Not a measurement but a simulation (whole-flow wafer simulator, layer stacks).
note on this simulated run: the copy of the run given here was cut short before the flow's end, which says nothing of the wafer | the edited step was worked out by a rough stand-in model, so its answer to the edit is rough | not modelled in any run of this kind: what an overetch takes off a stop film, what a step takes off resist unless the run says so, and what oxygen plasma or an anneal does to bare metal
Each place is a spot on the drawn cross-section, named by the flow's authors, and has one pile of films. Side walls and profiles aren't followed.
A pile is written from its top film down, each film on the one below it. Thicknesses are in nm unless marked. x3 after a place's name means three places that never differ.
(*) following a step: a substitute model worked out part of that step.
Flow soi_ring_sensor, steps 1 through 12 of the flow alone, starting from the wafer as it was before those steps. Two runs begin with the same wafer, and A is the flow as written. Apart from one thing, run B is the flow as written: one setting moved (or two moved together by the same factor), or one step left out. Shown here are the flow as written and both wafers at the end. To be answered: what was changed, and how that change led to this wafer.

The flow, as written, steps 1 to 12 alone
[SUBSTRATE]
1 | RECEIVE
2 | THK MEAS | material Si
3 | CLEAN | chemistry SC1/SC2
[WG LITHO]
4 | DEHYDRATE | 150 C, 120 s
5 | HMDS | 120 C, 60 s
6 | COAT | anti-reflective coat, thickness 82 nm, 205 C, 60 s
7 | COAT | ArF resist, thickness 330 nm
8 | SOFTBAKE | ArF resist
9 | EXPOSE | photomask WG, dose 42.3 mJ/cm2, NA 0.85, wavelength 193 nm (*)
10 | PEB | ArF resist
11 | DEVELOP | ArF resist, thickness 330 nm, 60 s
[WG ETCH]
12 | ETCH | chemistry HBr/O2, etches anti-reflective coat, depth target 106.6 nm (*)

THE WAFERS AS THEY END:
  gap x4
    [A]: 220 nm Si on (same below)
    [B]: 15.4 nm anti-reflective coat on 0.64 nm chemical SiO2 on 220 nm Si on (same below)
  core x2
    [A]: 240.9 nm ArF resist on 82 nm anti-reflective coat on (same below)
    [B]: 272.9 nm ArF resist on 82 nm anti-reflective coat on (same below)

Cause: step 12, ETCH: depth target 66.6 nm was run, though the flow has depth target 106.6 nm.

How this came from the change, step by step:
  12 | ETCH | chemistry HBr/O2, etches anti-reflective coat, depth target 106.6 nm (*)
      gap x4: A -82 anti-reflective coat (all of it), -0.64 chemical SiO2 (all of it) | B -66.6 anti-reflective coat
      core x2: A -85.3 ArF resist | B -53.3 ArF resist
